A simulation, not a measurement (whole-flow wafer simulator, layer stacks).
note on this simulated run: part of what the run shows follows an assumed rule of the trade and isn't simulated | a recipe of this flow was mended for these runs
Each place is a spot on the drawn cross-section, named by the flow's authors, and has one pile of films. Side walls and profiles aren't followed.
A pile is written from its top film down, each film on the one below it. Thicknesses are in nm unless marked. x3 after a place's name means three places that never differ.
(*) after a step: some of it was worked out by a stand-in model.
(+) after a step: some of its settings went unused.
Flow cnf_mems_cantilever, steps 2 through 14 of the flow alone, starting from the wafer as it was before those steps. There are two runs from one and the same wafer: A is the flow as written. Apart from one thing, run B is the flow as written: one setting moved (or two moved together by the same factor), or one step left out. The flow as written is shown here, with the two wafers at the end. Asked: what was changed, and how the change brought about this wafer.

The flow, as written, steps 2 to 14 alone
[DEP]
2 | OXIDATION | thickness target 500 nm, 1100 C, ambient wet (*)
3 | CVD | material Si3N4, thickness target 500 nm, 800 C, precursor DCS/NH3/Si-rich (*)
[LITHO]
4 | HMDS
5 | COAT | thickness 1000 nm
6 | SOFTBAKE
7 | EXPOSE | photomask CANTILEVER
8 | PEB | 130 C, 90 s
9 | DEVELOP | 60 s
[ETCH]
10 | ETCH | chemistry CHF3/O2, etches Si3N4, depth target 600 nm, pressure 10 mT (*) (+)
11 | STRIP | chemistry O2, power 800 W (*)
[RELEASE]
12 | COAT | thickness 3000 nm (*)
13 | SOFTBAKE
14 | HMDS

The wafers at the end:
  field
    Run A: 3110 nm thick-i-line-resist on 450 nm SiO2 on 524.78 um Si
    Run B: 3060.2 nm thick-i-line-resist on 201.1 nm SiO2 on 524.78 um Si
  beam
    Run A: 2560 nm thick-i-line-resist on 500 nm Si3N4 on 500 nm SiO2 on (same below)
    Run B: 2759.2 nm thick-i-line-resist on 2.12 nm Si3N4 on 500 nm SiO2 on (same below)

Cause: step 3, CVD: 560 C was run, whereas the flow has 800 C.

Step by step, how the change led to this:
  3 | CVD | material Si3N4, thickness target 500 nm, 800 C, precursor DCS/NH3/Si-rich (*)
      field, beam: A Si3N4 gains 500 (new film) | B Si3N4 gains 2.12 (new film)
  10 | ETCH | chemistry CHF3/O2, etches Si3N4, depth target 600 nm, pressure 10 mT (*) (+)
      field: A Si3N4 loses 500 (all of it), SiO2 loses 50 | B Si3N4 loses 2.12 (all of it), SiO2 loses 298.9
  12 | COAT | thickness 3000 nm (*)
      beam: A thick-i-line-resist gains 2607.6 (new film) | B thick-i-line-resist gains 2783 (new film)
  13 | SOFTBAKE
      field: A thick-i-line-resist gains 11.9 | B thick-i-line-resist gains 5.95
      beam: A thick-i-line-resist loses 47.6 | B thick-i-line-resist loses 23.8
